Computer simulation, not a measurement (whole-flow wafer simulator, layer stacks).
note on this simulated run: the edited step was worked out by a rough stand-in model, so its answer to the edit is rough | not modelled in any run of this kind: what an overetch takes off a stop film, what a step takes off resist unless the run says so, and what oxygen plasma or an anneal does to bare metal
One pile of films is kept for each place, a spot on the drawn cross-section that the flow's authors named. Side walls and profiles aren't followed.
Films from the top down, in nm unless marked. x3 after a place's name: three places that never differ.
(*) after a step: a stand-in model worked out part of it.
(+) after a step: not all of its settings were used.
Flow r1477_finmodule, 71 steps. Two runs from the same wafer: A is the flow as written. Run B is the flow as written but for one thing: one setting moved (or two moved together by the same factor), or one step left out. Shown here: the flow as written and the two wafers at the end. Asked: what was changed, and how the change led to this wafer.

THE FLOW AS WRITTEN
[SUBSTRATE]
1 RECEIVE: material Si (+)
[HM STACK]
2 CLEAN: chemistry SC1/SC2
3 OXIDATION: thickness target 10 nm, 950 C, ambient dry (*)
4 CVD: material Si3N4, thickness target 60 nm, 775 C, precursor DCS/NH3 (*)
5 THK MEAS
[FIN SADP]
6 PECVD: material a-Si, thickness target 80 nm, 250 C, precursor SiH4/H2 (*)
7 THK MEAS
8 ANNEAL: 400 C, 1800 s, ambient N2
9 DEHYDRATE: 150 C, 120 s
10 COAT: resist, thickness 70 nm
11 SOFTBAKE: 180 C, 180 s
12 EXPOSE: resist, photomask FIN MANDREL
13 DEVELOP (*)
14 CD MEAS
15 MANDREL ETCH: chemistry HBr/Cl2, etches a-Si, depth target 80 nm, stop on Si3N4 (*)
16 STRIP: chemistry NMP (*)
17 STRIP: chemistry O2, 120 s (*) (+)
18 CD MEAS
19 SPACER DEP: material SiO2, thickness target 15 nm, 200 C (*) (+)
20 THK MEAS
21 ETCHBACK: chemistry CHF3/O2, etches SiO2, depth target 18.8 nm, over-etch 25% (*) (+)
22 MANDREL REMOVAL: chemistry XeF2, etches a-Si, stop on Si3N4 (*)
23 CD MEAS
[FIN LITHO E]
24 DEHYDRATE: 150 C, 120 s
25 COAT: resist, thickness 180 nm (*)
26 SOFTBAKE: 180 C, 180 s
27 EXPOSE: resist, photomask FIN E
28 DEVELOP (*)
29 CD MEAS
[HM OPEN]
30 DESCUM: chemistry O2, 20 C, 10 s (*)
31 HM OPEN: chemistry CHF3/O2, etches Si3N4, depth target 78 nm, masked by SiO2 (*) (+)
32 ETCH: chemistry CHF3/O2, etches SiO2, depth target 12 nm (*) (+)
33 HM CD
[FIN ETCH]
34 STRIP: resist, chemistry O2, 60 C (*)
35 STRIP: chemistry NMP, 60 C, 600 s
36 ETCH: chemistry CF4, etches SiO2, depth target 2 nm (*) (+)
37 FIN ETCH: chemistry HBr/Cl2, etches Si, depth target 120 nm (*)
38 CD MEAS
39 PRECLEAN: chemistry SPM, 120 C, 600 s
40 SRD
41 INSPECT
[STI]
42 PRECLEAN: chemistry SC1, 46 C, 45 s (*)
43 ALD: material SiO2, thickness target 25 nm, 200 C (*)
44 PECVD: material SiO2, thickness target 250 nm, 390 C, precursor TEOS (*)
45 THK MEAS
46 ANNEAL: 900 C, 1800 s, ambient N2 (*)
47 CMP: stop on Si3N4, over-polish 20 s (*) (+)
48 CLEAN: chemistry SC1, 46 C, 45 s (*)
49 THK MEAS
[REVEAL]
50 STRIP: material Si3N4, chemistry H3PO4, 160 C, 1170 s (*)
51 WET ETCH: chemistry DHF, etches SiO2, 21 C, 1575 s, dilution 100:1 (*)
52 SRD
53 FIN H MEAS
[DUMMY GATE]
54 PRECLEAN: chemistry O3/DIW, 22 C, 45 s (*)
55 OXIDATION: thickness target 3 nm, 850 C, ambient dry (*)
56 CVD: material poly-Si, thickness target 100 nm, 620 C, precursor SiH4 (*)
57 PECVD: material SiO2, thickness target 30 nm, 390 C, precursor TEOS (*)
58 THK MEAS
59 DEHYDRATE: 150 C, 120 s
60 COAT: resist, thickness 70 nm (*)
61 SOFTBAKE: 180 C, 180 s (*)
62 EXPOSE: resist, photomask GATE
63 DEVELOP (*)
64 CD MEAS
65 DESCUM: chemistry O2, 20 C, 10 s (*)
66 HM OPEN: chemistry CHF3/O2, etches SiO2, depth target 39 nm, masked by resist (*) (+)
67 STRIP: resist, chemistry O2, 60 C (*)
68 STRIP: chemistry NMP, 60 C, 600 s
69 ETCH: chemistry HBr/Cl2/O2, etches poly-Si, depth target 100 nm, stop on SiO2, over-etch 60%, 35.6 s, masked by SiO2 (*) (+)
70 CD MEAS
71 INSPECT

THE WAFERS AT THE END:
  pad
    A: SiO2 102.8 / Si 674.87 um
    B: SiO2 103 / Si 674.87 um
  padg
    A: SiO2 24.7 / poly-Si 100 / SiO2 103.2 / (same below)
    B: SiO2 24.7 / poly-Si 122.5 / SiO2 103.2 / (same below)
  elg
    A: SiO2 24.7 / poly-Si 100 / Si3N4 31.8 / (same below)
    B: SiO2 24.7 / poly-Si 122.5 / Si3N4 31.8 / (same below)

The cause: step 56, CVD: thickness target 122.5 nm was run, where the flow has thickness target 100 nm.
It can be read off the wafer: padg has poly-Si 122.5, and step 56 as written asks for 100 nm.

How the change led to this, step by step:
  56 CVD: material poly-Si, thickness target 100 nm, 620 C, precursor SiH4 (*)
      pad, padg, elg and 26 more: A poly-Si +100 (new film) | B poly-Si +122.5 (new film)
      s40cg, s40co: A poly-Si +113.9 (new film) | B poly-Si +136.8 (new film)
      (and at 5 more places)
  69 ETCH: chemistry HBr/Cl2/O2, etches poly-Si, depth target 100 nm, stop on SiO2, over-etch 60%, 35.6 s, masked by SiO2 (*) (+)
      elo, e40lo, e100lo, e200lo: A chemical SiO2 -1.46 (all of it), poly-Si -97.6 (all of it), Si3N4 -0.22 | B chemical SiO2 -1.46 (all of it), poly-Si -120.1 (all of it)
      pad, eso, e40so and 8 more: A chemical SiO2 -1.46 (all of it), poly-Si -97.6 (all of it), SiO2 -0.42 | B chemical SiO2 -1.46 (all of it), poly-Si -120.1 (all of it), SiO2 -0.2
      (and at 3 more places)
